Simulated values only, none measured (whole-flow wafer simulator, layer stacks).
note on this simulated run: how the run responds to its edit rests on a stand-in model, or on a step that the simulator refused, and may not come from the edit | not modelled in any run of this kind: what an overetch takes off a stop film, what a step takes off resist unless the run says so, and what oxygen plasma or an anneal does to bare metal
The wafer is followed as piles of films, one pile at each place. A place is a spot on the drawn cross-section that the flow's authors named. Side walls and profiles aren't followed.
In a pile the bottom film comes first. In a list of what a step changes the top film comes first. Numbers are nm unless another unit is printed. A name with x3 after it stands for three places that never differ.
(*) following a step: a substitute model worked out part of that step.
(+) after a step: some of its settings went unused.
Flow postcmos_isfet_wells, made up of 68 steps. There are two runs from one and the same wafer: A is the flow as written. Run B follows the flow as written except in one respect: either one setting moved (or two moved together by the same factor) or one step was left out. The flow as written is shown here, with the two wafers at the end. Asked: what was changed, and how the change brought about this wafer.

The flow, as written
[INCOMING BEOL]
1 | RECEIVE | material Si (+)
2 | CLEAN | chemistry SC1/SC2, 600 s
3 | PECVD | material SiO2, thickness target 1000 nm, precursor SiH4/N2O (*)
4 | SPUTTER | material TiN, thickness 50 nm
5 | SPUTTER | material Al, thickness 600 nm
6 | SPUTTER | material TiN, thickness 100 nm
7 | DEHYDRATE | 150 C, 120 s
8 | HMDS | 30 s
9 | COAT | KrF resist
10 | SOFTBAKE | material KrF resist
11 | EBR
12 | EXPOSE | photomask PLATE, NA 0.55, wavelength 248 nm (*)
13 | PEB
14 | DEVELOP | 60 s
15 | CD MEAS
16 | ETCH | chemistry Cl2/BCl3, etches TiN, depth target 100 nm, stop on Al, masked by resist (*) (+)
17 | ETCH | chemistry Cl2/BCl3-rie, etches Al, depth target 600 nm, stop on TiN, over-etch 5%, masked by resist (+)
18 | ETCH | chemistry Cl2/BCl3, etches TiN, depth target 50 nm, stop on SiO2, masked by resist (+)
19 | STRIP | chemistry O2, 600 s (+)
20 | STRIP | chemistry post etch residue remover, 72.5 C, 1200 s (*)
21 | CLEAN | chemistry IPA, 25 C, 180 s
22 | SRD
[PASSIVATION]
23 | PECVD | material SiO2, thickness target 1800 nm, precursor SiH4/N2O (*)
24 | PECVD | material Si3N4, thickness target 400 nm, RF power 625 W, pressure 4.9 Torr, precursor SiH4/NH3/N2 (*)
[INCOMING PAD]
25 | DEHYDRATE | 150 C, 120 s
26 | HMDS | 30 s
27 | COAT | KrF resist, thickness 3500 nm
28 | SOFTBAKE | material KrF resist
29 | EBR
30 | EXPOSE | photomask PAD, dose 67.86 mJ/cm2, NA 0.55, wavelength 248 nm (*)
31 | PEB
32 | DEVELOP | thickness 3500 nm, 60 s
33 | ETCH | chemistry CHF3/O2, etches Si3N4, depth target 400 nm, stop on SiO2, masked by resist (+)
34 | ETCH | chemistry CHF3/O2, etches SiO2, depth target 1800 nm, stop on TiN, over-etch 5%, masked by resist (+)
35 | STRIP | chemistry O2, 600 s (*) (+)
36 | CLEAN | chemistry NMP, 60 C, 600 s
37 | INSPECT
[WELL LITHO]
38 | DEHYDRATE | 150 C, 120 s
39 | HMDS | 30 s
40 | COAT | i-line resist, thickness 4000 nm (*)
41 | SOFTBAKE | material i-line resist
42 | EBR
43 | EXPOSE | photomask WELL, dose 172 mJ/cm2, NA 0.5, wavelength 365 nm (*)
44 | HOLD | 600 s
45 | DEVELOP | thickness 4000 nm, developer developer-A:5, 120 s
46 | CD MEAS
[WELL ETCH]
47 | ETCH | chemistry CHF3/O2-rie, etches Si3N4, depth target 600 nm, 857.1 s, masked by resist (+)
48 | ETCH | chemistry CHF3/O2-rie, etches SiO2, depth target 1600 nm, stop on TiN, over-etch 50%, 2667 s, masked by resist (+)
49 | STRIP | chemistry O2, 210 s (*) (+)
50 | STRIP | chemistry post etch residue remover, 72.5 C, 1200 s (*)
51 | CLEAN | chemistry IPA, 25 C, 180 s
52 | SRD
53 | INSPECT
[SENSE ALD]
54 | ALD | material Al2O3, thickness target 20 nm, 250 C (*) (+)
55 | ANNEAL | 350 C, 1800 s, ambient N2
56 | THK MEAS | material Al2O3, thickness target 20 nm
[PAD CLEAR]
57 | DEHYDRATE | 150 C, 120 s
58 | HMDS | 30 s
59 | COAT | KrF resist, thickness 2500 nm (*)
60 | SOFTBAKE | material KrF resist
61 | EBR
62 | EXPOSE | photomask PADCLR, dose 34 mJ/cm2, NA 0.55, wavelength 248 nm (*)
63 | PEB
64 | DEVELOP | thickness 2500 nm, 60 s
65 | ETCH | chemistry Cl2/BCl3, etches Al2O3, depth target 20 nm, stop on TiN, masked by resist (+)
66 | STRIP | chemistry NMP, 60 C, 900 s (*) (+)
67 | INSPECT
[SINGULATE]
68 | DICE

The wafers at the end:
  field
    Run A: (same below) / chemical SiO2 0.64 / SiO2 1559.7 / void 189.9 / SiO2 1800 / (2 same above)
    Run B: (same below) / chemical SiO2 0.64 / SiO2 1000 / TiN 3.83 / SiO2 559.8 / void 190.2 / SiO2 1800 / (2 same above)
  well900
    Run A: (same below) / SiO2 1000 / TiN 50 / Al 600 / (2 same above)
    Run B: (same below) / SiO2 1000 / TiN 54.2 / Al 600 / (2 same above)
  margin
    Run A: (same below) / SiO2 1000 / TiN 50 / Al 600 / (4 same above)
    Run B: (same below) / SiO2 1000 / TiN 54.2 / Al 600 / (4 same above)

What caused this: step 4, SPUTTER: thickness 54.25 nm was run, whereas the flow has thickness 50 nm.
One can read it off the wafer: well900 has TiN 54.2, and step 4 as written asks for 50 nm.

The path from the change to this, step by step:
  4 | SPUTTER | material TiN, thickness 50 nm
      field, margin, well900, well1300 x3, pad_rim, pad_clr, pad_open: A TiN gains 50 (new film) | B TiN gains 54.2 (new film)
  18 | ETCH | chemistry Cl2/BCl3, etches TiN, depth target 50 nm, stop on SiO2, masked by resist (+)
      field: A TiN loses 50 (all of it) | B TiN loses 50
  23 | PECVD | material SiO2, thickness target 1800 nm, precursor SiH4/N2O (*)
      field: A SiO2 gains 1800 (new film), void gains 189.9 (new film), SiO2 gains 559.7 | B SiO2 gains 1800 (new film), void gains 190.2 (new film), SiO2 gains 559.8 (new film)
With metal films that touch counted as one body, field has 1 body; the flow as written gives 0 bodies.
